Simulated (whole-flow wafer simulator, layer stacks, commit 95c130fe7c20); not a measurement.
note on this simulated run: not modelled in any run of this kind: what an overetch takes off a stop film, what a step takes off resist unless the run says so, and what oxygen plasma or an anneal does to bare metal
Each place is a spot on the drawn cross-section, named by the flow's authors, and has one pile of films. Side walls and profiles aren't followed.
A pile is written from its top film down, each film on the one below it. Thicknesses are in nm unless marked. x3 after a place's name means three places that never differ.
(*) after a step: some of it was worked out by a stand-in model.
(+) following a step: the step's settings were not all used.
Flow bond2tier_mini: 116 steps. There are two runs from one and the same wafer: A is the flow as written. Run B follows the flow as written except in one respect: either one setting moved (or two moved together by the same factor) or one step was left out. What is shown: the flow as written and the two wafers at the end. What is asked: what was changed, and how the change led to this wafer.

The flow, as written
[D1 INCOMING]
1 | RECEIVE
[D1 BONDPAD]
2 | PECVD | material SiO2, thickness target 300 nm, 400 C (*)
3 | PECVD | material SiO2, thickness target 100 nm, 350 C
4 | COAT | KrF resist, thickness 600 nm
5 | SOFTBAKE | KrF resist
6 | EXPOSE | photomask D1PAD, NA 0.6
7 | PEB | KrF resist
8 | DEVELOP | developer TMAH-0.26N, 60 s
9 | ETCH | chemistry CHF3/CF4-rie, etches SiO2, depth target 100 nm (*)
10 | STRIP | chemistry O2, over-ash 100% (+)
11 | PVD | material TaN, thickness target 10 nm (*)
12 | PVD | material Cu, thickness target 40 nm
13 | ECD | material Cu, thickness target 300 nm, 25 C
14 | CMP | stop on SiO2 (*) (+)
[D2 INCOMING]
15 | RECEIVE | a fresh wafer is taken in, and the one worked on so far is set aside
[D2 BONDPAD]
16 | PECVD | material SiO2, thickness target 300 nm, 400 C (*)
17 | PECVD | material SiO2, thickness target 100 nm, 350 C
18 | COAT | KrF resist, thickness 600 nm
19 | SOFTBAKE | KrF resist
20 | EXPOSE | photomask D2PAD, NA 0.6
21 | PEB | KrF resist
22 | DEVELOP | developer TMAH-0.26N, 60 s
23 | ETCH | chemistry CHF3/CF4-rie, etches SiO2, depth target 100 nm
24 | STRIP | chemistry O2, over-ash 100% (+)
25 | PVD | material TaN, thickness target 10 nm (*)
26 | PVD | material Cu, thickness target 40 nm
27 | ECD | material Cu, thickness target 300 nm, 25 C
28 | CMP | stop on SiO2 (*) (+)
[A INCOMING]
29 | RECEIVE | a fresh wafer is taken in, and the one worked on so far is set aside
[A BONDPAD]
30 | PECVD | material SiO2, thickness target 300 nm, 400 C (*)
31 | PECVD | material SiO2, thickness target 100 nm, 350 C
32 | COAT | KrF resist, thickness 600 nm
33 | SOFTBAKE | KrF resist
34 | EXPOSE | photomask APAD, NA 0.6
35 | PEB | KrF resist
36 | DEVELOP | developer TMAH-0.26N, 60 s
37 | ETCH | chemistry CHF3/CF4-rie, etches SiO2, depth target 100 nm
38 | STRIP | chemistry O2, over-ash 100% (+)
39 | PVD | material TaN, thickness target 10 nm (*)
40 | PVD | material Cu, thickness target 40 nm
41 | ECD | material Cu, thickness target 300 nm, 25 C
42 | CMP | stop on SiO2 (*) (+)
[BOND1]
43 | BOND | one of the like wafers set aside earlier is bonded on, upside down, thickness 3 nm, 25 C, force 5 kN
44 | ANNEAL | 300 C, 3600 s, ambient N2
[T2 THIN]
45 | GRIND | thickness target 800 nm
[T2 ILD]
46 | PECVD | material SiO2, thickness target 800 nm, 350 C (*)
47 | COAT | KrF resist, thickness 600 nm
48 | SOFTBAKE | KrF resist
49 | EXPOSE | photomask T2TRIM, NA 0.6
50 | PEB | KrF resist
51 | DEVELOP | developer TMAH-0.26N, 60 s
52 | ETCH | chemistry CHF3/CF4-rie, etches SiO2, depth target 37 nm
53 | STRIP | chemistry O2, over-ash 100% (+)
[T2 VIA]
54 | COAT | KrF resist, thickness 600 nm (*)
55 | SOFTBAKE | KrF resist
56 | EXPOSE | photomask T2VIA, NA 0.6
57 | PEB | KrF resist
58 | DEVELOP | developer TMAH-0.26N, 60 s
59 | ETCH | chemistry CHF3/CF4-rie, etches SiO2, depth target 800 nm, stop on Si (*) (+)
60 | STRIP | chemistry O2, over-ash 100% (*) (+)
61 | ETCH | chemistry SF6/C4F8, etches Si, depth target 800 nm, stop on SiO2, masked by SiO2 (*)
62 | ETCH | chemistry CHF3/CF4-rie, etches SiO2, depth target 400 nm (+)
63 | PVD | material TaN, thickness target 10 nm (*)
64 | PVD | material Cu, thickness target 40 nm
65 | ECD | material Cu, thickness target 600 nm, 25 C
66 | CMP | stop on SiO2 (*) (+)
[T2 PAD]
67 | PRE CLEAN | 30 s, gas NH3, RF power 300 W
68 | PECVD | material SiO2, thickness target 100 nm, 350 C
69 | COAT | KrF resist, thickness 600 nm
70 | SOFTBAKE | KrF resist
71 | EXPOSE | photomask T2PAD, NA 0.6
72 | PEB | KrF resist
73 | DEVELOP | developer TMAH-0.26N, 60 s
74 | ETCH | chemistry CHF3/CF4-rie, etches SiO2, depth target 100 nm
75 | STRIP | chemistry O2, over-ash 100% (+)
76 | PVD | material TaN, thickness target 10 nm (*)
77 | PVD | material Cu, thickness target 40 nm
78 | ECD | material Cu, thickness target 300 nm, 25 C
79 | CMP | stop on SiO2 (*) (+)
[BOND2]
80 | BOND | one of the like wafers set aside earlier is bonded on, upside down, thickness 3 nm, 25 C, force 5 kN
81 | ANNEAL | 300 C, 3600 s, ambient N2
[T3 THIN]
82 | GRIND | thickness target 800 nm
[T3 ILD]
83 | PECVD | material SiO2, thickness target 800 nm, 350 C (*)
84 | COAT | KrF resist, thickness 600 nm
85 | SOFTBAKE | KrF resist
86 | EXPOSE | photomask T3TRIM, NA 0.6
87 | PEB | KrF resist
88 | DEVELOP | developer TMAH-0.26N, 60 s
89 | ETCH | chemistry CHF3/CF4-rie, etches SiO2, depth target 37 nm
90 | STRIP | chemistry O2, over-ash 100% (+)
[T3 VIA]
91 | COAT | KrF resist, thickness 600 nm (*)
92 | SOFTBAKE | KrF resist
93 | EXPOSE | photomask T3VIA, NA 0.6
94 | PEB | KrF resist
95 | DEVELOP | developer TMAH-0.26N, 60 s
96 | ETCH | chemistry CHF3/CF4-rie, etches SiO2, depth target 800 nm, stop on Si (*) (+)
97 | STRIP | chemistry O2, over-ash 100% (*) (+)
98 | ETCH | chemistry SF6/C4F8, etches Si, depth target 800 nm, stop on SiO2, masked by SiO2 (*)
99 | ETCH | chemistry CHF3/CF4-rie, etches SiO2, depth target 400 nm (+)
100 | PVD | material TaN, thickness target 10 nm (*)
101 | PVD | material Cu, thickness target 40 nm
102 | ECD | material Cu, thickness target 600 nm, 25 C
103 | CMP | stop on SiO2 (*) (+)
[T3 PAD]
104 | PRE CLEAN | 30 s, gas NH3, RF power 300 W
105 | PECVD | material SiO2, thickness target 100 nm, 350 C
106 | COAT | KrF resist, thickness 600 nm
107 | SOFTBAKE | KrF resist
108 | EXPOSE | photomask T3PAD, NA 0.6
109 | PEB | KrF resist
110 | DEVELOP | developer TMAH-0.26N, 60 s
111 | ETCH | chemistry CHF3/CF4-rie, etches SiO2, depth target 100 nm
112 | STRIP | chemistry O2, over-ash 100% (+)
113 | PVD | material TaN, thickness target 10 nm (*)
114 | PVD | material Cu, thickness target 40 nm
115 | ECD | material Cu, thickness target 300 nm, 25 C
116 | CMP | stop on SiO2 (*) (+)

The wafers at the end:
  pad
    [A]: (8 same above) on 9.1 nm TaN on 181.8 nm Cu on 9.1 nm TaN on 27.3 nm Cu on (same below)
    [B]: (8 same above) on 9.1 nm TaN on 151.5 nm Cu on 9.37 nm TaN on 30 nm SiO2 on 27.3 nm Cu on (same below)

The reason: step 74, ETCH: depth target 70 nm was run, though the flow has depth target 100 nm.

The path from the change to this, step by step:
  74 | ETCH | chemistry CHF3/CF4-rie, etches SiO2, depth target 100 nm
      pad: A SiO2 loses 100 (all of it) | B SiO2 loses 70
      field: A KrF resist loses 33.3 | B KrF resist loses 23.3
  77 | PVD | material Cu, thickness target 40 nm
      pad: A Cu gains 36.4 (new film) | B Cu gains 37.5 (new film)
  78 | ECD | material Cu, thickness target 300 nm, 25 C
      pad: A Cu gains 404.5 | B Cu gains 373.2
With metal films that touch counted as one body, pad has 4 bodies (between them, from the top down: SiO2 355 / Si 800 / chemical SiO2 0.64 / SiO2 300; SiO2 30; SiO2 355 / Si 800 / chemical SiO2 0.64 / SiO2 300); the flow as written gives 3 bodies (between them, from the top down: SiO2 355 / Si 800 / chemical SiO2 0.64 / SiO2 300; SiO2 355 / Si 800 / chemical SiO2 0.64 / SiO2 300).
